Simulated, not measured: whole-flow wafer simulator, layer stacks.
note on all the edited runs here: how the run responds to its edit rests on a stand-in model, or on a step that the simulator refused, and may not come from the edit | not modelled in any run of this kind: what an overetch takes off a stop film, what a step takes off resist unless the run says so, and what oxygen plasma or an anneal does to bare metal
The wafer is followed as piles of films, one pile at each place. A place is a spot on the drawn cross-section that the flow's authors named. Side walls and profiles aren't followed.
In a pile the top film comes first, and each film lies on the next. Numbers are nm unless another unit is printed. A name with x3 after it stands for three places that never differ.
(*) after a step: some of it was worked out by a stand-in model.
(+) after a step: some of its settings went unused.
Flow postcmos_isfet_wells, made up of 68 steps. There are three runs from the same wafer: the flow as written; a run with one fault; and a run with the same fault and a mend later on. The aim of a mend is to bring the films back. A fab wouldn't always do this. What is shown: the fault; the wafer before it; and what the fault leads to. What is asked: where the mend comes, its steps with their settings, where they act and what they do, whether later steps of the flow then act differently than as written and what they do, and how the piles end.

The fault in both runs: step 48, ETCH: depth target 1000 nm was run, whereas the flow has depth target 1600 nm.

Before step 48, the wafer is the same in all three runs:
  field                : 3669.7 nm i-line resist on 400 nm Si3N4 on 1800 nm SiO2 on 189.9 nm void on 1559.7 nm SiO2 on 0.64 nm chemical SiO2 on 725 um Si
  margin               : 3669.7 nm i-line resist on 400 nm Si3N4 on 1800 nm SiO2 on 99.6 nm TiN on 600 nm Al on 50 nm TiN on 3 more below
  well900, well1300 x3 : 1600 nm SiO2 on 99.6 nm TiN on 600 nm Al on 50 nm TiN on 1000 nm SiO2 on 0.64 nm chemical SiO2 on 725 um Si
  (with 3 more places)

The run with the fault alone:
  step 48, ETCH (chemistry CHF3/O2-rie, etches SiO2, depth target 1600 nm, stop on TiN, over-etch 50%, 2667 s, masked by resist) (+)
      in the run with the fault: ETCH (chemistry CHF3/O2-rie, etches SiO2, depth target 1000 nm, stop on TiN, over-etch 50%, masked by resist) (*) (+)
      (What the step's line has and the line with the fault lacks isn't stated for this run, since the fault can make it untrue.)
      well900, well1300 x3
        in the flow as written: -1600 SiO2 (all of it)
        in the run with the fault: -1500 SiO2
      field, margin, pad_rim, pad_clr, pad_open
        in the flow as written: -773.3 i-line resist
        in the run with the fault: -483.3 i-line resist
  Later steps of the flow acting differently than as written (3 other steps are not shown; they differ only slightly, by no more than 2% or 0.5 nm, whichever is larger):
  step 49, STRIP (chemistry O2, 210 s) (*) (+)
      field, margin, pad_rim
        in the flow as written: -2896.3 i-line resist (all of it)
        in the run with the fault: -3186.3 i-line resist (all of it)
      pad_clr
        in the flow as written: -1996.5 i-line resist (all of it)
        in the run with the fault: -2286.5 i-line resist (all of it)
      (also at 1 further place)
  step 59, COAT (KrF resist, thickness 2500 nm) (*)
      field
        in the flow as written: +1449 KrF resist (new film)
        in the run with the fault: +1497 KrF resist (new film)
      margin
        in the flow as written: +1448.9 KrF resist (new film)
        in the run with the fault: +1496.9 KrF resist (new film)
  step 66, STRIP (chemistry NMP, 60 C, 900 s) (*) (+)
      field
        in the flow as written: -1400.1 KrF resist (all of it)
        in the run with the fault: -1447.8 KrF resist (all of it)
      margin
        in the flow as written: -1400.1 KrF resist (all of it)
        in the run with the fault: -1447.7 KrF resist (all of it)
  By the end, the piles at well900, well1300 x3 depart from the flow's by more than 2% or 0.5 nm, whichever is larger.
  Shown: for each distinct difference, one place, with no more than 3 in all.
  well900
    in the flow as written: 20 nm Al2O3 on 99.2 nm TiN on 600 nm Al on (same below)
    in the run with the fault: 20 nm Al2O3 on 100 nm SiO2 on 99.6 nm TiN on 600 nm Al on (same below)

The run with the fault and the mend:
  The mend stands after step 48.
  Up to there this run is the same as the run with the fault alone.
  step 48a, ETCH (chemistry CHF3/O2-rie, etches SiO2, depth target 600 nm, stop on TiN, over-etch 50%, masked by resist) (+) (the flow's step 48, run once more with other settings)
      field, margin, pad_rim, pad_clr, pad_open
        -290 i-line resist
      well900, well1300 x3
        -100 SiO2 (all of it)
  None of the later steps of the flow acts differently than as written at any place that is followed.
  At every place that both follow, the piles at the end match the flow's.
